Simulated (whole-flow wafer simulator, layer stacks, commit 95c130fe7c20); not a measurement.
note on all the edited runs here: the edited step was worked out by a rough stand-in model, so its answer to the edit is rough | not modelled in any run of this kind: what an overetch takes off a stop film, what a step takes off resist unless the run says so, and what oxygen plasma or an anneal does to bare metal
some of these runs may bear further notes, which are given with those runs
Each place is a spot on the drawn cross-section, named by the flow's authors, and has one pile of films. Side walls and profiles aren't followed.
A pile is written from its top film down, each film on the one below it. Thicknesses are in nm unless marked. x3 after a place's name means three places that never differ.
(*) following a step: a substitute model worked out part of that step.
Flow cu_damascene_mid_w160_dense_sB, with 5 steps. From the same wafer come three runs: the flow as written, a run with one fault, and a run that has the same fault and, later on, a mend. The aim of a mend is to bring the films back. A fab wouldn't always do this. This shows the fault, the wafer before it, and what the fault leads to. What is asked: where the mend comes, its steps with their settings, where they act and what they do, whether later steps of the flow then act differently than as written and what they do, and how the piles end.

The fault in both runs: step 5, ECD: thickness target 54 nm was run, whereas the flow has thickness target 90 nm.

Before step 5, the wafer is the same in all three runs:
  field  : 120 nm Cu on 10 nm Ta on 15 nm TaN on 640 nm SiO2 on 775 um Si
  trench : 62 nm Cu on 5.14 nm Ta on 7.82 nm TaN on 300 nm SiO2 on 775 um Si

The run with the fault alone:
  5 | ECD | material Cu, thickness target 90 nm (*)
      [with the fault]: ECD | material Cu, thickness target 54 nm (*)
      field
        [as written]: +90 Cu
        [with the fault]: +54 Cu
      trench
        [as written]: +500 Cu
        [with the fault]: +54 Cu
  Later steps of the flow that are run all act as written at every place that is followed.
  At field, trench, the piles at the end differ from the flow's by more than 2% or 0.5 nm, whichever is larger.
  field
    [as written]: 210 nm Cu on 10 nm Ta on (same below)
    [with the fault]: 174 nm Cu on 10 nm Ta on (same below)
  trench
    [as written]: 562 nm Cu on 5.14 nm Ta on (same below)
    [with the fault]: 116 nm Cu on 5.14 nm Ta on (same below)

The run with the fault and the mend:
  After step 5 comes the mend.
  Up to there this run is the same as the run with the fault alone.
  5a | ECD | material Cu, thickness target 36 nm (*) (a further turn of the flow's step 5, with different settings)
      field
        +36 Cu
      trench
        +446 Cu
  Later steps of the flow that are run all act as written at every place that is followed.
  At every place that both follow, the piles at the end match the flow's.
